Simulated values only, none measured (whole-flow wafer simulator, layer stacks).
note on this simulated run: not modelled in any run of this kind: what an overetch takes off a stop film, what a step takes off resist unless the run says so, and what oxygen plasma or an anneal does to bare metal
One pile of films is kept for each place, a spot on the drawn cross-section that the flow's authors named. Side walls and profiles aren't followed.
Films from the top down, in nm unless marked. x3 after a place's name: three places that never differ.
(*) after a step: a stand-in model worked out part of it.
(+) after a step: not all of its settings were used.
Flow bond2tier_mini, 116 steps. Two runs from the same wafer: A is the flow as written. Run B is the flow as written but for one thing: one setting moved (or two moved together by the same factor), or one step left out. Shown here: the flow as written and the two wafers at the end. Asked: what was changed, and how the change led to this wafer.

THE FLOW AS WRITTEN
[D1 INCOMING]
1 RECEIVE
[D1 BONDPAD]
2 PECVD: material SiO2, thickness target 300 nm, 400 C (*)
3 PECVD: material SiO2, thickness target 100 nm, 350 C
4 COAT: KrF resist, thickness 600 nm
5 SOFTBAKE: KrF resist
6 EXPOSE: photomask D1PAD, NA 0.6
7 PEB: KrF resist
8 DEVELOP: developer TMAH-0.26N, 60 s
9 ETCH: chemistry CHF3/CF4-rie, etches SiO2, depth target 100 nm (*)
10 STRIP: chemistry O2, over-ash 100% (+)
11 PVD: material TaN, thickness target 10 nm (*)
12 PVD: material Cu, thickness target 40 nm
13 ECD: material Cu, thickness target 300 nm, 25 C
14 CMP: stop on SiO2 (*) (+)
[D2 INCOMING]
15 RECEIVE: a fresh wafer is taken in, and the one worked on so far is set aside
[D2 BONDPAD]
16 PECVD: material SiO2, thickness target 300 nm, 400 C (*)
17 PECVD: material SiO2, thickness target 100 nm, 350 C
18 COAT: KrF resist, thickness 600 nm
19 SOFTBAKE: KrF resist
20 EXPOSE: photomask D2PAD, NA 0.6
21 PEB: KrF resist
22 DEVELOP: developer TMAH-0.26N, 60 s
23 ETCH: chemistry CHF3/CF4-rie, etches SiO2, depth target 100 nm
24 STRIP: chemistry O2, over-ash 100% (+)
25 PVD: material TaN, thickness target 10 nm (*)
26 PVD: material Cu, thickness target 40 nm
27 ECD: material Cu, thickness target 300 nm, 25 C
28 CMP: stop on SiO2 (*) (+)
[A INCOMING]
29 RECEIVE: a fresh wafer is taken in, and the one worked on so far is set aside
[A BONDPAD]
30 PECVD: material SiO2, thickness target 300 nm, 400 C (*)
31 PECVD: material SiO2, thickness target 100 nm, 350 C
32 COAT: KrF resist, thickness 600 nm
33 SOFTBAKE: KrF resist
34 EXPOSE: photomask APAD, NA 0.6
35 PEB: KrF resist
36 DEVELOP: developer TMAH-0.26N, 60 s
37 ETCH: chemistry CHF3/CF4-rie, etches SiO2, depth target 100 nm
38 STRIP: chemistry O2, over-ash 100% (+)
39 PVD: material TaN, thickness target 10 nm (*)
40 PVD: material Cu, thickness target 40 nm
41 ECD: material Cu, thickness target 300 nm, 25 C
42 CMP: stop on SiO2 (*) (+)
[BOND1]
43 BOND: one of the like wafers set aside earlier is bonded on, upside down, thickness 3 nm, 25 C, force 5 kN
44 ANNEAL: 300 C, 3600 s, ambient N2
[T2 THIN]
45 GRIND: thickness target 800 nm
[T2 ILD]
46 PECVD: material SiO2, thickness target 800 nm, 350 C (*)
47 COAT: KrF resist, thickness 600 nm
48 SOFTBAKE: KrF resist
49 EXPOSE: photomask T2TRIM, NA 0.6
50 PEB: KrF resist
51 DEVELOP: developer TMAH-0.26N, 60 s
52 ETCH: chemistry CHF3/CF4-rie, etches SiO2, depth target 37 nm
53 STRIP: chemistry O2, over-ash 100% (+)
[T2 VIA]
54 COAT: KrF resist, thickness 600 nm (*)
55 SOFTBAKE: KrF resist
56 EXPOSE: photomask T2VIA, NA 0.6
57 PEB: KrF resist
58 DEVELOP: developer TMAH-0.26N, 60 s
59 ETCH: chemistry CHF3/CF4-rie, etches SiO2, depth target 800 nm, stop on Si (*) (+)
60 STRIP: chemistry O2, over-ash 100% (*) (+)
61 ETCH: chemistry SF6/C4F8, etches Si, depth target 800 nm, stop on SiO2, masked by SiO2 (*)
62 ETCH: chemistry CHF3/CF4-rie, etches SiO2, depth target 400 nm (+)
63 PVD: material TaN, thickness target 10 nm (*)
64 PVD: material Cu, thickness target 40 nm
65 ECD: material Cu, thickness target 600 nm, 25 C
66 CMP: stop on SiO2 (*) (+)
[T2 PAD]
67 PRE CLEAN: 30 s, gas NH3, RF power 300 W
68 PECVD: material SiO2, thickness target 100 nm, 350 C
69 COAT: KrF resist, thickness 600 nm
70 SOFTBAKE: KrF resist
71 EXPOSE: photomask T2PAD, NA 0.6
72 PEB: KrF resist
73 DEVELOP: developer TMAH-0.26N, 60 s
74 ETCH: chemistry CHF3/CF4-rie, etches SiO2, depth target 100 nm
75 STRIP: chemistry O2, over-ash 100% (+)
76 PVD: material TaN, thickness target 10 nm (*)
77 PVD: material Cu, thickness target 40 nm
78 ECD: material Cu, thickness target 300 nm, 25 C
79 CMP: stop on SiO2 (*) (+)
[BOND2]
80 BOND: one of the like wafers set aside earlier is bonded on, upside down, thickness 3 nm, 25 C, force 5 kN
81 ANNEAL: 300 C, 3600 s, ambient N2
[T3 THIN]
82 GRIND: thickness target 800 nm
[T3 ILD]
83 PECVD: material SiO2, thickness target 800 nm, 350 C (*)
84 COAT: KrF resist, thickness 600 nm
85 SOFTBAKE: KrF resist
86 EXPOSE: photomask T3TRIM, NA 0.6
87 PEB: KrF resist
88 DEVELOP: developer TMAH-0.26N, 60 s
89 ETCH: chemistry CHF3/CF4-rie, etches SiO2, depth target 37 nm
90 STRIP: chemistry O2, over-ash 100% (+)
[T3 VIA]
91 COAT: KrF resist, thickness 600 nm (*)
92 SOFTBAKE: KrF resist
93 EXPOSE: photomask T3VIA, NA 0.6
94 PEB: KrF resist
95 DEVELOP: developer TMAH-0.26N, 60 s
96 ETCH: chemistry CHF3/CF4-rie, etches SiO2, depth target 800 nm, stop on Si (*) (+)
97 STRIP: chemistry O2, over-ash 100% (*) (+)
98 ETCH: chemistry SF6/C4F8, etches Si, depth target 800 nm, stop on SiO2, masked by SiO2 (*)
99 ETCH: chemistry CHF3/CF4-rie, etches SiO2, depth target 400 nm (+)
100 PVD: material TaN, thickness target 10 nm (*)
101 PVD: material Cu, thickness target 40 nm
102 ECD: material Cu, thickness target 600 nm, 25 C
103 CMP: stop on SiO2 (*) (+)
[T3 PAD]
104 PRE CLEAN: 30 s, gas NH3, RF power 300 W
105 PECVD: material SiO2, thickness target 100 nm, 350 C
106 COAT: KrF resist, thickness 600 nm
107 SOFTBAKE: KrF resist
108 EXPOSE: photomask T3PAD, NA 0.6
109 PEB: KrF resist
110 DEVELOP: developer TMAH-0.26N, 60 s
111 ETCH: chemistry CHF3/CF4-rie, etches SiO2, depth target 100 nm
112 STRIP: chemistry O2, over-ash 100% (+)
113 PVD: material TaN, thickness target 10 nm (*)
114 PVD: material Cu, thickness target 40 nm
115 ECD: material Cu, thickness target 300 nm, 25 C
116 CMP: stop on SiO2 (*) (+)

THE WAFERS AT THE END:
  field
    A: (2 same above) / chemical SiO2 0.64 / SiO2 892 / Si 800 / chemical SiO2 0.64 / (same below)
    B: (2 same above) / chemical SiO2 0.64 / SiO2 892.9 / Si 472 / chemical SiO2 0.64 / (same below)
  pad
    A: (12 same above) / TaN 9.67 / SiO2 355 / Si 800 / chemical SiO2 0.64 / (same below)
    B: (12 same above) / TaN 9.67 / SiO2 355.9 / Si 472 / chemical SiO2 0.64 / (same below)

The cause: step 45, GRIND: thickness target 472 nm was run, where the flow has thickness target 800 nm.
It can be read off the wafer: field has Si 472, and step 45 as written asks for 800 nm.

How the change led to this, step by step:
  45 GRIND: thickness target 800 nm
      field, pad, via: A Si -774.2 um | B Si -774.53 um
  61 ETCH: chemistry SF6/C4F8, etches Si, depth target 800 nm, stop on SiO2, masked by SiO2 (*)
      field, pad: A SiO2 -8 | B SiO2 -7.08
